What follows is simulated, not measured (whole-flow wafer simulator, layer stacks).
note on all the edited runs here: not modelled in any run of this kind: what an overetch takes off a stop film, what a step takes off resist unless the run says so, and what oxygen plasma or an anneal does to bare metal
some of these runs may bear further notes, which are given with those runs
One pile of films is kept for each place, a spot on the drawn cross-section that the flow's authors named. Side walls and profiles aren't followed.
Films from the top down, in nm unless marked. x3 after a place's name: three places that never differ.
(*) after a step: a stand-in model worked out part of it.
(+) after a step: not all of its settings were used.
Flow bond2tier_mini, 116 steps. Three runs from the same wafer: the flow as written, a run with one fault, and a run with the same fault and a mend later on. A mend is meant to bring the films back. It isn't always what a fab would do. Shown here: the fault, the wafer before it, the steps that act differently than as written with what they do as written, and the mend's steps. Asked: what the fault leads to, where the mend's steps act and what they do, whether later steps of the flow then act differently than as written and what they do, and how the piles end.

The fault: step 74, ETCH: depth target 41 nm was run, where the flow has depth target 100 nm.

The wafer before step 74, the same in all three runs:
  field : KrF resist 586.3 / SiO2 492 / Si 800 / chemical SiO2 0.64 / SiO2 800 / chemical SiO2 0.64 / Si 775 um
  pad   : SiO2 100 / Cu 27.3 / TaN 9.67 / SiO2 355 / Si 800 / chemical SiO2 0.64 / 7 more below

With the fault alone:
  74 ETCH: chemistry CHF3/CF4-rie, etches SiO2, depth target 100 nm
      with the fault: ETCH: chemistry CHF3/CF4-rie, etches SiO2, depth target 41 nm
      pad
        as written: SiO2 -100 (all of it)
        with the fault: SiO2 -41
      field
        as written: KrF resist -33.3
        with the fault: KrF resist -13.7
  Later steps of the flow that act differently than as written:
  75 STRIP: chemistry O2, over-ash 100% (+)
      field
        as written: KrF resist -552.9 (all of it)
        with the fault: KrF resist -572.6 (all of it)
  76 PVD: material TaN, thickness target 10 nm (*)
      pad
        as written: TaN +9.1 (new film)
        with the fault: TaN +9.63 (new film)
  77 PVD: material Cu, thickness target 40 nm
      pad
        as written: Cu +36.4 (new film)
        with the fault: Cu +38.5 (new film)
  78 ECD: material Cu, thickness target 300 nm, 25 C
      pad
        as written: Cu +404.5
        with the fault: Cu +342.9
  At the end the piles differ from the flow's by more than 2% or 0.5 nm, whichever is larger, at pad.
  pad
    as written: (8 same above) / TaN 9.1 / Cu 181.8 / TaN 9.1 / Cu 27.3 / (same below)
    with the fault: (8 same above) / TaN 9.1 / Cu 122.3 / TaN 9.63 / SiO2 59 / Cu 27.3 / (same below)

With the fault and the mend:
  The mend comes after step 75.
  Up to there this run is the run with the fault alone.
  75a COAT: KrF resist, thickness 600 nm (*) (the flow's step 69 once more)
      field
        KrF resist +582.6 (new film)
      pad
        KrF resist +618.1 (new film)
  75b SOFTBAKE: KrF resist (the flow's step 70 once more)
      changes no film at any place that is followed
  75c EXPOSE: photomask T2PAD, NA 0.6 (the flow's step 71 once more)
      changes no film at any place that is followed
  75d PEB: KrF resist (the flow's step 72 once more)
      changes no film at any place that is followed
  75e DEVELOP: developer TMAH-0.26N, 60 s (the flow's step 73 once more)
      field
        KrF resist -13.7
      pad
        KrF resist -618.1 (all of it)
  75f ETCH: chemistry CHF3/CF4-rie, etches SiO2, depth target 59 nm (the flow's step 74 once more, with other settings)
      field
        KrF resist -19.7
      pad
        SiO2 -59 (all of it)
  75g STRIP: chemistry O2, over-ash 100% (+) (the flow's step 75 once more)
      field
        KrF resist -549.2 (all of it)
  No later step of the flow acts differently than as written at any place that is followed.
  At the end the piles are the same as the flow's at every place that both follow.
